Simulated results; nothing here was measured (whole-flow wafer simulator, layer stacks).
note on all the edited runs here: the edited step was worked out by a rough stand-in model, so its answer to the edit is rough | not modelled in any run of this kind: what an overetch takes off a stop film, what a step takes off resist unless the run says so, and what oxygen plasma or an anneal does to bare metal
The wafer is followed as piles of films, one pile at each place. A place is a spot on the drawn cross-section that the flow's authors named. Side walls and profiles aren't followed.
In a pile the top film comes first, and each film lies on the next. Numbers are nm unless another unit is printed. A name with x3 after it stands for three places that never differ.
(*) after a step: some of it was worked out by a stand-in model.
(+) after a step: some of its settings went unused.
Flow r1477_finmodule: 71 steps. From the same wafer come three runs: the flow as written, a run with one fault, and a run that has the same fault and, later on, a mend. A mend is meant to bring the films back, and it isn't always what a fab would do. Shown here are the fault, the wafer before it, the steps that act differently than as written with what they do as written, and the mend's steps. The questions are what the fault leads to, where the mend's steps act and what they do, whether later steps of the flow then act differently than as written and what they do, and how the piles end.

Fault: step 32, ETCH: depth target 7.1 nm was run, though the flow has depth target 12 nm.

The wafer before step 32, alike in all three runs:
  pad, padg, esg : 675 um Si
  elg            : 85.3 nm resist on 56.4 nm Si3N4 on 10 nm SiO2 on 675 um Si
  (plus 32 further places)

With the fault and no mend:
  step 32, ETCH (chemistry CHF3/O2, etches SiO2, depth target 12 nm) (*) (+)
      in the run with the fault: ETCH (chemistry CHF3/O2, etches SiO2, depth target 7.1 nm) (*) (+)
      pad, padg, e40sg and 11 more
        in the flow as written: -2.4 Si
        in the run with the fault: -1.42 Si
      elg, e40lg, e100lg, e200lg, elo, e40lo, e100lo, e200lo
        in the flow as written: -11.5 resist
        in the run with the fault: -6.8 resist
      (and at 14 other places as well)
  Steps further on in the flow that do not act as written (4 more steps, not shown, differ only slightly: by at most 2% or 0.5 nm, whichever is larger):
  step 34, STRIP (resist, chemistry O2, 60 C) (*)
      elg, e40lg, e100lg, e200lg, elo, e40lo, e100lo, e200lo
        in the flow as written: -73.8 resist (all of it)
        in the run with the fault: -78.5 resist (all of it)
  The piles end only slightly different from the flow's at the places that both follow, by no more than 2% or 0.5 nm, whichever is larger.

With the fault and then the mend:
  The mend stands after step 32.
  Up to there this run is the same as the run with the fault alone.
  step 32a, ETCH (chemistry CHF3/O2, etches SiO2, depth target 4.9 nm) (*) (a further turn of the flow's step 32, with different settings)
      pad, padg, e40sg and 11 more
        -0.98 Si
      elg, e40lg, e100lg, e200lg, elo, e40lo, e100lo, e200lo
        -4.7 resist
      s40sg_line, s45sg_line, s50sg_line, s40so_line, s45so_line, s50so_line
        -4.9 SiO2
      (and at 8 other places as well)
  Every later step of the flow that is run acts as written, at every place that is followed, to within 2% or 0.5 nm, whichever is larger.
  The piles end only slightly different from the flow's at the places that both follow, by no more than 2% or 0.5 nm, whichever is larger.
